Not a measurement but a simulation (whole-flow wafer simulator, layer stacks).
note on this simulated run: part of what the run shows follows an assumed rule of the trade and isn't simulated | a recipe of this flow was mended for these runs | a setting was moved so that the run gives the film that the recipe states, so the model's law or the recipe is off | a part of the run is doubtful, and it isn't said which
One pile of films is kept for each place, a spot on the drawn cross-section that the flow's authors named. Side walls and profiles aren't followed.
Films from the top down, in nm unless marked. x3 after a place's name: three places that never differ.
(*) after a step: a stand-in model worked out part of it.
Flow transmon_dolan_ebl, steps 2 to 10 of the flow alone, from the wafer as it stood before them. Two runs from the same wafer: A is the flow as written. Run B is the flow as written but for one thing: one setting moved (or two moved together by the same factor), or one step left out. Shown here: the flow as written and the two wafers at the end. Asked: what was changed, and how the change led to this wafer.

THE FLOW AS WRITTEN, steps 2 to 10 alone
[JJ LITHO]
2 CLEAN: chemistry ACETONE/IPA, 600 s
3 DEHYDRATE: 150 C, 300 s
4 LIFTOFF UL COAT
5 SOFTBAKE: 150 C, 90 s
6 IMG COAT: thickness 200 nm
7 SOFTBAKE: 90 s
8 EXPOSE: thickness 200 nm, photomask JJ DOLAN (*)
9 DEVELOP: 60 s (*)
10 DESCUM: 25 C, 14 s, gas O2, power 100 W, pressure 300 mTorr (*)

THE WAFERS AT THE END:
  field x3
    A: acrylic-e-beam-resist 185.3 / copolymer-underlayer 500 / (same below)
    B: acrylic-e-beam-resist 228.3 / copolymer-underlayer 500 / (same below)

The cause: step 6, IMG COAT: thickness 243 nm was run, where the flow has thickness 200 nm; step 8, EXPOSE: thickness 243 nm was run, where the flow has thickness 200 nm.

How the change led to this, step by step:
  6 IMG COAT: thickness 200 nm
      field x3, jj_line: A acrylic-e-beam-resist +200 (new film) | B acrylic-e-beam-resist +243 (new film)
  9 DEVELOP: 60 s (*)
      jj_line: A acrylic-e-beam-resist -200 (all of it), copolymer-underlayer -500 (all of it) | B acrylic-e-beam-resist -243 (all of it), copolymer-underlayer -500 (all of it)
